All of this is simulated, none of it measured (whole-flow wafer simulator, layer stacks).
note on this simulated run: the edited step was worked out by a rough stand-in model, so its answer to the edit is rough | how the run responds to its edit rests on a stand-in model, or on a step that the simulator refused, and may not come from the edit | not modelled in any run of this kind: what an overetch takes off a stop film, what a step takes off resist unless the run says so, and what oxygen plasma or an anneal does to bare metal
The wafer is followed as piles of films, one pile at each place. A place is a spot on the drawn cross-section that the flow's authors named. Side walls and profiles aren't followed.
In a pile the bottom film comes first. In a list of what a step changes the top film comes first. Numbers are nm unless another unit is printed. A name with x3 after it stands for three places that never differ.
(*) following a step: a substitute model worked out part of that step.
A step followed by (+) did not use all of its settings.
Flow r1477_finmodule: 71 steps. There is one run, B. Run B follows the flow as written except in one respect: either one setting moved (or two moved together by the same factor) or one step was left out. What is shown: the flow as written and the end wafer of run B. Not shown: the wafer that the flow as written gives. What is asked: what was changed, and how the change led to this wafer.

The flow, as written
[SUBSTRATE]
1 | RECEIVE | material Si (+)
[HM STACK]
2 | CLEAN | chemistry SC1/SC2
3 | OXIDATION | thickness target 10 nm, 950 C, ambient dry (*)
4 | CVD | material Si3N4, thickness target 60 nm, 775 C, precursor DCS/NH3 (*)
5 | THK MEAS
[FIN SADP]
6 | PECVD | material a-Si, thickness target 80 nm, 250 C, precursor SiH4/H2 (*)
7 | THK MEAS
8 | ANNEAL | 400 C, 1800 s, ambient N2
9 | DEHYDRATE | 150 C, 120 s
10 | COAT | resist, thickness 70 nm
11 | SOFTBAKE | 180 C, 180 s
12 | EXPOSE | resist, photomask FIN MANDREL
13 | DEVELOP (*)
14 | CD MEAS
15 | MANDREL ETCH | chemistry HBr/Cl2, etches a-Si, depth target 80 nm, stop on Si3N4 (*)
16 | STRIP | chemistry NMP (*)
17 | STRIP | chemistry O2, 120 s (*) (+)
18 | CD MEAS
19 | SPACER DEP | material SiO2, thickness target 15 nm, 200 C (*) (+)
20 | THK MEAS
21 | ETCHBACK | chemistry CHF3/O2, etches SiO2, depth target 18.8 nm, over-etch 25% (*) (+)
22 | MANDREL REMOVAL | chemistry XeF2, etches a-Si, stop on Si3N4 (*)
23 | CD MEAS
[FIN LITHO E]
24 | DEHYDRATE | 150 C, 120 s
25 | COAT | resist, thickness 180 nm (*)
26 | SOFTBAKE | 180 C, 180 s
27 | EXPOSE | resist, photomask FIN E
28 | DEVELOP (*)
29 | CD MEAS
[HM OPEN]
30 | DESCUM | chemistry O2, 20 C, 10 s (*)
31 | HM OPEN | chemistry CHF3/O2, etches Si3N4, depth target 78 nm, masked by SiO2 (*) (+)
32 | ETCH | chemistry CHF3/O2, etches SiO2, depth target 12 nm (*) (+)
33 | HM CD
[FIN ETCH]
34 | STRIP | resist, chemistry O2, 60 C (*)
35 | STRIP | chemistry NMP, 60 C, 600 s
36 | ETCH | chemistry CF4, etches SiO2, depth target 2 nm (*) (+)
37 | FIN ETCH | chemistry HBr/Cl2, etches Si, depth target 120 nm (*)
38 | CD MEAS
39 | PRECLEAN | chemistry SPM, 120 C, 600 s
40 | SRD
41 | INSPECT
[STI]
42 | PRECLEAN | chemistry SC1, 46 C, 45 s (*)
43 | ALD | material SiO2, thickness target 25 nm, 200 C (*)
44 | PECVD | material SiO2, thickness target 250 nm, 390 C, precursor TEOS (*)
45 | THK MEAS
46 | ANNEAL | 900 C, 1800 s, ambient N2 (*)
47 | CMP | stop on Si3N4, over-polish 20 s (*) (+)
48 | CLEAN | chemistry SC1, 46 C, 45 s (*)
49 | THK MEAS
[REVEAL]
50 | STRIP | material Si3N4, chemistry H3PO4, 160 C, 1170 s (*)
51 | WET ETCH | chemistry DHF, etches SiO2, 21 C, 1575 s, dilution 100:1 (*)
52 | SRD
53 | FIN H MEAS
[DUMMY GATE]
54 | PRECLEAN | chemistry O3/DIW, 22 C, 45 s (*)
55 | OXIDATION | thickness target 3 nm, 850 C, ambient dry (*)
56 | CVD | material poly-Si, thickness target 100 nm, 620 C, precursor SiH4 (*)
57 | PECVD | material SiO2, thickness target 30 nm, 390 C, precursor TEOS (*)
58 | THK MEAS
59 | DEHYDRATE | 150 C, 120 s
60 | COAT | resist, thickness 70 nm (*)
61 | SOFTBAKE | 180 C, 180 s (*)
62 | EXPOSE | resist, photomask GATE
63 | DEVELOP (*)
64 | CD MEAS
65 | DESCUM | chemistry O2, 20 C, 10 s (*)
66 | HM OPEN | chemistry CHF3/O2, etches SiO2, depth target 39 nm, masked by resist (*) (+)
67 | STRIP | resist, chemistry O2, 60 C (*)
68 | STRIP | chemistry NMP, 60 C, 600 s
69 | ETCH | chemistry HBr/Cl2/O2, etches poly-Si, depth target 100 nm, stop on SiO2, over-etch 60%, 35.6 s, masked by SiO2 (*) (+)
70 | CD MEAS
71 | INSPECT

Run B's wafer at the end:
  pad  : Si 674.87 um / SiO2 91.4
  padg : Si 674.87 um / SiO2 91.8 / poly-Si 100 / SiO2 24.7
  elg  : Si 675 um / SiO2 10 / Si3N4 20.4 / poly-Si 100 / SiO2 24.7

What caused this: step 4, CVD: thickness target 48.6 nm was run, though the flow has thickness target 60 nm.

Step by step, how the change led to this:
  4 | CVD | material Si3N4, thickness target 60 nm, 775 C, precursor DCS/NH3 (*)
      pad, padg, elg and 33 more: +48.6 Si3N4 (new film) (as written it would have been: +60 Si3N4 (new film))
  31 | HM OPEN | chemistry CHF3/O2, etches Si3N4, depth target 78 nm, masked by SiO2 (*) (+)
      pad, padg, esg and 13 more: -45 Si3N4 (all of it), -10 SiO2 (all of it) (as written it would have been: -56.4 Si3N4 (all of it), -10 SiO2 (all of it))
      elg, e40lg, e100lg, e200lg, elo, e40lo, e100lo, e200lo: -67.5 resist (as written it would have been: -78 resist)
      (as well as at 12 more places)
  34 | STRIP | resist, chemistry O2, 60 C (*)
      elg, e40lg, e100lg, e200lg, elo, e40lo, e100lo, e200lo: -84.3 resist (all of it) (as written it would have been: -73.8 resist (all of it))
  43 | ALD | material SiO2, thickness target 25 nm, 200 C (*)
      s40cg, s45cg, s50cg, s40co, s45co, s50co: +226 SiO2 (new film) (as written it would have been: +232.1 SiO2 (new film))
      esg: +182.8 SiO2 (new film) (as written it would have been: +194.3 SiO2 (new film))
  47 | CMP | stop on Si3N4, over-polish 20 s (*) (+)
      pad, padg, e40sg and 11 more: -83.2 SiO2 (as written it would have been: -71.8 SiO2)
      eso: -83.8 SiO2 (as written it would have been: -72.4 SiO2)
  50 | STRIP | material Si3N4, chemistry H3PO4, 160 C, 1170 s (*)
      s40sg_line, s45sg_line, s50sg_line, s40so_line, s45so_line, s50so_line: -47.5 Si3N4 (all of it), -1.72 SiO2 (as written it would have been: -58.9 Si3N4 (all of it), -1.37 SiO2)
  56 | CVD | material poly-Si, thickness target 100 nm, 620 C, precursor SiH4 (*)
      s40cg, s40co: +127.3 poly-Si (new film) (as written it would have been: +113.9 poly-Si (new film))
      s45cg, s45co: +127.3 poly-Si (new film) (as written it would have been: +113.4 poly-Si (new film))
      (as well as at 2 more places)
  60 | COAT | resist, thickness 70 nm (*)
      s40cg, s40co: +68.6 resist (new film) (as written it would have been: +70.6 resist (new film))
      s40sg, s40so: +102.4 resist (new film) (as written it would have been: +91 resist (new film))
      (as well as at 8 more places)
  63 | DEVELOP (*)
      s40co: -68.6 resist (all of it) (as written it would have been: -70.6 resist (all of it))
      s40so: -102.4 resist (all of it) (as written it would have been: -91 resist (all of it))
      (as well as at 4 more places)
  67 | STRIP | resist, chemistry O2, 60 C (*)
      s40cg: -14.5 resist (all of it) (as written it would have been: -16.5 resist (all of it))
      s40sg: -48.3 resist (all of it) (as written it would have been: -36.9 resist (all of it))
      (as well as at 4 more places)
  69 | ETCH | chemistry HBr/Cl2/O2, etches poly-Si, depth target 100 nm, stop on SiO2, over-etch 60%, 35.6 s, masked by SiO2 (*) (+)
      s40co: -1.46 chemical SiO2 (all of it), -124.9 poly-Si (all of it), -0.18 SiO2 (as written it would have been: -1.46 chemical SiO2 (all of it), -111.5 poly-Si (all of it), -0.24 SiO2)
      s45co: -1.46 chemical SiO2 (all of it), -124.9 poly-Si (all of it), -0.18 SiO2 (as written it would have been: -1.46 chemical SiO2 (all of it), -110.9 poly-Si (all of it), -0.25 SiO2)
      (as well as at 1 more place)
